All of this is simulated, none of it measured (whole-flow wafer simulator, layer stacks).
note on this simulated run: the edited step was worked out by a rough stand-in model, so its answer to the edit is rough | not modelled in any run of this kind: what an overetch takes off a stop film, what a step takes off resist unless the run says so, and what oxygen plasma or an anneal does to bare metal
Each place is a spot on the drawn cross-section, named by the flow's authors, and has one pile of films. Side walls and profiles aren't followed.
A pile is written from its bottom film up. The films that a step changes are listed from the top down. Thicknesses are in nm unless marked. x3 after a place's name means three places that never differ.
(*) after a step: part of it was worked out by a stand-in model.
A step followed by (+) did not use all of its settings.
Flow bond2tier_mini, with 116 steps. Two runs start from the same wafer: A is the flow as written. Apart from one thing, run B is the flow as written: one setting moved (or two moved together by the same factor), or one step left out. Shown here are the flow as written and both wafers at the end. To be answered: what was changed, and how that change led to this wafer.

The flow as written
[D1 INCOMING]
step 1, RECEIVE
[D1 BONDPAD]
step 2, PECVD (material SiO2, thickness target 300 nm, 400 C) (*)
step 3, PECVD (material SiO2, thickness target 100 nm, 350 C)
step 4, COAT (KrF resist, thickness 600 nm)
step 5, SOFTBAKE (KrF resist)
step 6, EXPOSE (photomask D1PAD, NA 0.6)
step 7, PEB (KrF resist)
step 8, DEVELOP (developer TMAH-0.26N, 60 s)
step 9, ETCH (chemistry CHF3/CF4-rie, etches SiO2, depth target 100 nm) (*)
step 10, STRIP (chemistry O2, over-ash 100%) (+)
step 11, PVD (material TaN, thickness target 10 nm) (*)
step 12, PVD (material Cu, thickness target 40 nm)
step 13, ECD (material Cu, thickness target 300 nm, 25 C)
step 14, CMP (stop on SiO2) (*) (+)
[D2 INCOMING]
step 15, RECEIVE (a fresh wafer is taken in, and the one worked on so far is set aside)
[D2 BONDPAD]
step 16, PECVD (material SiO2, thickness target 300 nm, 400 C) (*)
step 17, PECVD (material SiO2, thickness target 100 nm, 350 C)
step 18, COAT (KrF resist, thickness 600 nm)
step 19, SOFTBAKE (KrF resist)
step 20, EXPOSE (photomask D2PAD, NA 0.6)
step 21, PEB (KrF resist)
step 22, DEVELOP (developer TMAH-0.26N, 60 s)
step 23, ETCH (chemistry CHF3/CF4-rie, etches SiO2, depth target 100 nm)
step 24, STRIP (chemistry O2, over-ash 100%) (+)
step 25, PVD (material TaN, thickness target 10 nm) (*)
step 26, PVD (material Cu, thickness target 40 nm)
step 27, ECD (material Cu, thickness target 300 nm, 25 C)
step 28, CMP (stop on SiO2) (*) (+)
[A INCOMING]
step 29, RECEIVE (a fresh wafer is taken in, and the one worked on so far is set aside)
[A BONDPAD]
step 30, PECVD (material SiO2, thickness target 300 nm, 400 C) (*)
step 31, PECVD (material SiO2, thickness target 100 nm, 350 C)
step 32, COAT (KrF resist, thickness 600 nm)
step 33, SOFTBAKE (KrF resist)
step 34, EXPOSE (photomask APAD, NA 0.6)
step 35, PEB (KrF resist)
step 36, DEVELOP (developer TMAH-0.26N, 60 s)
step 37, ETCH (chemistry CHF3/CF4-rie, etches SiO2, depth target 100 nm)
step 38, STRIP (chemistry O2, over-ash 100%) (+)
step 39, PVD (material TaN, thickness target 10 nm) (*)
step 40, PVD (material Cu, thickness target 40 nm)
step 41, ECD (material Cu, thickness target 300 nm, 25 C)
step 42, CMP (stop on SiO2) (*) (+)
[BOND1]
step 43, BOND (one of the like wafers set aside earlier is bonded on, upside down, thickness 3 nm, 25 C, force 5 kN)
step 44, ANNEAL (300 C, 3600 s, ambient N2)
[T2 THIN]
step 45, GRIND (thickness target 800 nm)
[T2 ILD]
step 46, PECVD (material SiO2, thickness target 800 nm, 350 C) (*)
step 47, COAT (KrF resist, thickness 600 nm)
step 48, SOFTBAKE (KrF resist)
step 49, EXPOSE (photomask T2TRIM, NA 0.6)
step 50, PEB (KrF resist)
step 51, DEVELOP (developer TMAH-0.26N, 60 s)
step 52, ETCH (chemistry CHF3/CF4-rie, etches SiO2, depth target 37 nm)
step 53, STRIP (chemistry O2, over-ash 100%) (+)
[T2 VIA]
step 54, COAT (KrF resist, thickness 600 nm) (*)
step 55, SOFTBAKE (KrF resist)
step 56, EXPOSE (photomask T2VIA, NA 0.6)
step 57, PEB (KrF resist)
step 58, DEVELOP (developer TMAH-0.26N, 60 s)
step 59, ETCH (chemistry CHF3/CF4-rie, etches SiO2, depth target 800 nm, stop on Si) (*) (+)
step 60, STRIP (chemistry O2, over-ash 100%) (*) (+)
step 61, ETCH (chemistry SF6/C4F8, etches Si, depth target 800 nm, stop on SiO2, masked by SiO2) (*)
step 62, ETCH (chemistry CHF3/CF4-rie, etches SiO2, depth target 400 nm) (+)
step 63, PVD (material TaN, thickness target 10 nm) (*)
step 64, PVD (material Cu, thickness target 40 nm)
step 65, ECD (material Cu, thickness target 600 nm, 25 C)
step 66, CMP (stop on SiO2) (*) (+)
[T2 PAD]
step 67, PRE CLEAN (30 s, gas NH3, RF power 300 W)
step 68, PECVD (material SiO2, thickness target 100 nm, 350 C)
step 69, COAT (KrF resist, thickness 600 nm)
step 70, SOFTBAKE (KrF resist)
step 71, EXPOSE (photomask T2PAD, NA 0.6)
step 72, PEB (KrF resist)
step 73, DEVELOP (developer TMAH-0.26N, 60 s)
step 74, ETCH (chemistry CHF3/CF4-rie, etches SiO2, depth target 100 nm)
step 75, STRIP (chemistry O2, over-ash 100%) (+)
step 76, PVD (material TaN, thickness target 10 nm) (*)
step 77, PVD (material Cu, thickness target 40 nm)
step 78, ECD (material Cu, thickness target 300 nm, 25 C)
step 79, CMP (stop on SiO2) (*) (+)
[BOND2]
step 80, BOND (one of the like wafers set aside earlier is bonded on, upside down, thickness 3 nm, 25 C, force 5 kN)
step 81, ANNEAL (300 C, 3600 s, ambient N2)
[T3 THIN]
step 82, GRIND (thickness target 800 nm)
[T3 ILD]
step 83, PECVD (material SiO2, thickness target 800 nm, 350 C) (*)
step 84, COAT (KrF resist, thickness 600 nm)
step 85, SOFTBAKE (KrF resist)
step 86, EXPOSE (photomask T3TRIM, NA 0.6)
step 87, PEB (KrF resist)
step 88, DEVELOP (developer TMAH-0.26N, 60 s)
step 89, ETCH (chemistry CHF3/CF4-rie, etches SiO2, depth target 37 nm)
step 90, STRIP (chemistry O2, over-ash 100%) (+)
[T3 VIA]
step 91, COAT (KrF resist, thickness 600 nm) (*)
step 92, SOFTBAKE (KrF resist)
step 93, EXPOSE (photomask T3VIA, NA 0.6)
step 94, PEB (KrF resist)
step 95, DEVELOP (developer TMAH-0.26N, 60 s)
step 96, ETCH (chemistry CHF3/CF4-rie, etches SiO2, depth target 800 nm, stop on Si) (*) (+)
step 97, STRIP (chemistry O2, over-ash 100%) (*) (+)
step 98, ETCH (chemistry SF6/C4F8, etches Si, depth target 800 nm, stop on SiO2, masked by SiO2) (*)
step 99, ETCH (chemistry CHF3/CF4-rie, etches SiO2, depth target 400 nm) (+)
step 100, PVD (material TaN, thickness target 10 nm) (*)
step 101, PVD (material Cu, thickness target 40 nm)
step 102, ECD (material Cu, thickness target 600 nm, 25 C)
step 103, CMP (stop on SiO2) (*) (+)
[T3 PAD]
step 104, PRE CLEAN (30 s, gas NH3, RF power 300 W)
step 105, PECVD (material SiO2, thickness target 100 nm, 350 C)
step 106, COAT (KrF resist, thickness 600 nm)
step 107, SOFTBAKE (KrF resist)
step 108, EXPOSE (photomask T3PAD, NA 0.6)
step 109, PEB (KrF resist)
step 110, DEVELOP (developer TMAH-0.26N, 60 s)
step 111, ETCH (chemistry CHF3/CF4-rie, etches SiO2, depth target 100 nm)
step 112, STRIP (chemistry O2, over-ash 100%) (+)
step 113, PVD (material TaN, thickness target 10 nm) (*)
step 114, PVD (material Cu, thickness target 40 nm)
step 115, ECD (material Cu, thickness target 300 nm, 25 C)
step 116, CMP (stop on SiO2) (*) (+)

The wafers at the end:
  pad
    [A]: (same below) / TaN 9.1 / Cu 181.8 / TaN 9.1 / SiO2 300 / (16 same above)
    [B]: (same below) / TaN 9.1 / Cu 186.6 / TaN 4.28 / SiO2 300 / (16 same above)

What caused this: step 11, PVD: thickness target 4.7 nm was run, whereas the flow has thickness target 10 nm.

The path from the change to this, step by step:
  step 11, PVD (material TaN, thickness target 10 nm) (*)
      field: A +10 TaN (new film) | B +4.7 TaN (new film)
      pad: A +9.1 TaN (new film) | B +4.28 TaN (new film)
      (also at 1 further place)
  step 14, CMP (stop on SiO2) (*) (+)
      field: A -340 Cu (all of it), -10 TaN (all of it) | B -340 Cu (all of it), -4.7 TaN (all of it)
  step 43, BOND (one of the like wafers set aside earlier is bonded on, upside down, thickness 3 nm, 25 C, force 5 kN)
      pad: A +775 um Si (new film), +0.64 chemical SiO2 (new film), +300 SiO2 (new film), +9.1 TaN (new film), +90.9 Cu | B +775 um Si (new film), +0.64 chemical SiO2 (new film), +300 SiO2 (new film), +4.28 TaN (new film), +95.7 Cu
      via: A +775 um Si (new film), +0.64 chemical SiO2 (new film), +300 SiO2 (new film), +9.97 TaN (new film), +90 Cu | B +775 um Si (new film), +0.64 chemical SiO2 (new film), +300 SiO2 (new film), +4.69 TaN (new film), +95.3 Cu
